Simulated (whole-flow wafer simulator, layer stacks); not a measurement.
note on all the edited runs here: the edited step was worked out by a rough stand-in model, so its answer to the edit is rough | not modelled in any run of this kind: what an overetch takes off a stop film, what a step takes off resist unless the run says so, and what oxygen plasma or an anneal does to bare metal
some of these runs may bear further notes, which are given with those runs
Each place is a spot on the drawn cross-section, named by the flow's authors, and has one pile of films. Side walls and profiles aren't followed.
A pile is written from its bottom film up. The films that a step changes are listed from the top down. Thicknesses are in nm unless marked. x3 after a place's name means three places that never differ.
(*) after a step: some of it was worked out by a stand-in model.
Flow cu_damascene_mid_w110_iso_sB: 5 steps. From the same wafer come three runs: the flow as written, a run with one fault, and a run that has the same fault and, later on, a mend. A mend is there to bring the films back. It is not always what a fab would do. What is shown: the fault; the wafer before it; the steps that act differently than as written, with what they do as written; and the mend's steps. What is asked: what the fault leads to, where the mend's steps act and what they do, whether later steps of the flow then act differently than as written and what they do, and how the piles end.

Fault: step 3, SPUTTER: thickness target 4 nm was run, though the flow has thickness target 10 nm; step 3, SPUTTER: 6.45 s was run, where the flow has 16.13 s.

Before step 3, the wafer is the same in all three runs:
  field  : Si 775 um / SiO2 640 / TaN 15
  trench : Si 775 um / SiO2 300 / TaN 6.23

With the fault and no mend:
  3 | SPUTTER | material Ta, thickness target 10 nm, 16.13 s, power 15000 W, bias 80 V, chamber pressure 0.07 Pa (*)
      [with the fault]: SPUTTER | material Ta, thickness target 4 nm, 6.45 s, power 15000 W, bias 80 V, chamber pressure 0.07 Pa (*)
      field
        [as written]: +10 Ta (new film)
        [with the fault]: +4 Ta (new film)
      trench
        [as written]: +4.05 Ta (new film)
        [with the fault]: +1.62 Ta (new film)
  Later steps of the flow that are run all act as written at every place that is followed, up to a difference of at most 2% or 0.5 nm, whichever is larger.
  At field, trench, the piles at the end differ from the flow's by more than 2% or 0.5 nm, whichever is larger.
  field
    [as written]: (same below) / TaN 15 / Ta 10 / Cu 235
    [with the fault]: (same below) / TaN 15 / Ta 4 / Cu 235
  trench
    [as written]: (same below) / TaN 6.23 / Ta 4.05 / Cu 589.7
    [with the fault]: (same below) / TaN 6.23 / Ta 1.62 / Cu 586.2

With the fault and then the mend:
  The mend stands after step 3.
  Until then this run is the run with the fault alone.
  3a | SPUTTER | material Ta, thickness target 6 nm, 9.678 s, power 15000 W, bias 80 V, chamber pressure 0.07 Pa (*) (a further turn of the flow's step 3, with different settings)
      field
        +6 Ta
      trench
        +2.39 Ta
  Later steps of the flow that are run all act as written at every place that is followed.
  When the end is reached, the piles differ only a little from the flow's at the places that both follow, at most by 2% or 0.5 nm, whichever is larger.
